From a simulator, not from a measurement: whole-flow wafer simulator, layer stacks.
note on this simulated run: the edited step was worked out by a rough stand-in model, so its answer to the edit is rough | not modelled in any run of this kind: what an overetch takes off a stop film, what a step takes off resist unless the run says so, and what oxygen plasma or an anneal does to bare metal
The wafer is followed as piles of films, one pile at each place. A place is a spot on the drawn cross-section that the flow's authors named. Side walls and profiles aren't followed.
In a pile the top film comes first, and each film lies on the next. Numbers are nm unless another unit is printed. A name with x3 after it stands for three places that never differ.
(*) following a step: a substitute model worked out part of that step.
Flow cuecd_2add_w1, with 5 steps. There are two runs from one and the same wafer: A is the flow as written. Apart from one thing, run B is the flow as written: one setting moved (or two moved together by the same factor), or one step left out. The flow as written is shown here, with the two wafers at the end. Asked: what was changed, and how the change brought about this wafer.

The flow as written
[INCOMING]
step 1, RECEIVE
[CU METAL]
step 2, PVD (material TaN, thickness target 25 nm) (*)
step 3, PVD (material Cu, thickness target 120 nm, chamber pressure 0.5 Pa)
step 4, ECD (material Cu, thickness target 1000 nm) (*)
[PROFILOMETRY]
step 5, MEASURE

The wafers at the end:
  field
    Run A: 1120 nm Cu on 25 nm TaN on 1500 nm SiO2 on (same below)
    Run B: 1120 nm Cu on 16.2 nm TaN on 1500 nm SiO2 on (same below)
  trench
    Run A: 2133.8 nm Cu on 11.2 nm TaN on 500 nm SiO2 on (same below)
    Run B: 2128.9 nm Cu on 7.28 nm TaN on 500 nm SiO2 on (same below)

What caused this: step 2, PVD: thickness target 16.2 nm was run, though the flow has thickness target 25 nm.
The wafer itself shows it: field has TaN 16.2, and step 2 as written asks for 25 nm.

Step by step, how the change led to this:
  step 2, PVD (material TaN, thickness target 25 nm) (*)
      field: A +25 TaN (new film) | B +16.2 TaN (new film)
      trench: A +11.2 TaN (new film) | B +7.28 TaN (new film)
